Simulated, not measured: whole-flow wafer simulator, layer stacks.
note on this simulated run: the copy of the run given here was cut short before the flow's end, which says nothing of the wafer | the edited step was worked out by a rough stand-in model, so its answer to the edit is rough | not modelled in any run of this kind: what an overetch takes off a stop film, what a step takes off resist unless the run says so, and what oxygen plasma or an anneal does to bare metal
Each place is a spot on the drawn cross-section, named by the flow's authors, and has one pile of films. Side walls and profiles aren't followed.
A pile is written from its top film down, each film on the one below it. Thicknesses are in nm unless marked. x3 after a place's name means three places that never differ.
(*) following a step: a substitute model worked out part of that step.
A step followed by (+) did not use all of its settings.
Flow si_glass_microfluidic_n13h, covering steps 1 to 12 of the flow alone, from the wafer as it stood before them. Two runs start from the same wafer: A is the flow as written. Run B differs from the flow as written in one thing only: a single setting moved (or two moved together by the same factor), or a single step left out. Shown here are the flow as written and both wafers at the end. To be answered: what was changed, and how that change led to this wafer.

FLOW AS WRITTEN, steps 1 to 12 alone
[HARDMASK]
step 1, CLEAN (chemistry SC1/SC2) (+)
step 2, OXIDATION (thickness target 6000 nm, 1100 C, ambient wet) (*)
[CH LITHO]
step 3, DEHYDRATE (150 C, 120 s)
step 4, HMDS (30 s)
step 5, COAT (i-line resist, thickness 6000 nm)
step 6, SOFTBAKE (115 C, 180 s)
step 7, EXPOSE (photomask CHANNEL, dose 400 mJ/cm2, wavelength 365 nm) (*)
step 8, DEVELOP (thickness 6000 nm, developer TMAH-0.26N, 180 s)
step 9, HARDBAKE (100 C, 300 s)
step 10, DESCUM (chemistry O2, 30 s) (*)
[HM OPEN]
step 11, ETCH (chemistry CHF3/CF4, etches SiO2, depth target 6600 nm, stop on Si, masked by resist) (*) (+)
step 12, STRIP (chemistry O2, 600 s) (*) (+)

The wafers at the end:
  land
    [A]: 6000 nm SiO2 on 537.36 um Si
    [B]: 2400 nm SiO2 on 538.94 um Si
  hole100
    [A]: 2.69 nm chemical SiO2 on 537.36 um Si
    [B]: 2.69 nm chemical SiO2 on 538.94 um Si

Cause: step 2, OXIDATION: thickness target 2400 nm was run, while the flow as written has thickness target 6000 nm.
The wafer lets one read it off: land has SiO2 2400, and step 2 as written asks for 6000 nm.

How this came from the change, step by step:
  step 2, OXIDATION (thickness target 6000 nm, 1100 C, ambient wet) (*)
      land, hole100: A +6000 SiO2 (new film), -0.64 chemical SiO2 (all of it), -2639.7 Si | B +2400 SiO2 (new film), -0.64 chemical SiO2 (all of it), -1055.7 Si
  step 11, ETCH (chemistry CHF3/CF4, etches SiO2, depth target 6600 nm, stop on Si, masked by resist) (*) (+)
      land: A -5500 i-line resist | B -3000 i-line resist
      hole100: A -6000 SiO2 (all of it) | B -2400 SiO2 (all of it)
  step 12, STRIP (chemistry O2, 600 s) (*) (+)
      land: A -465 i-line resist (all of it) | B -2965 i-line resist (all of it)
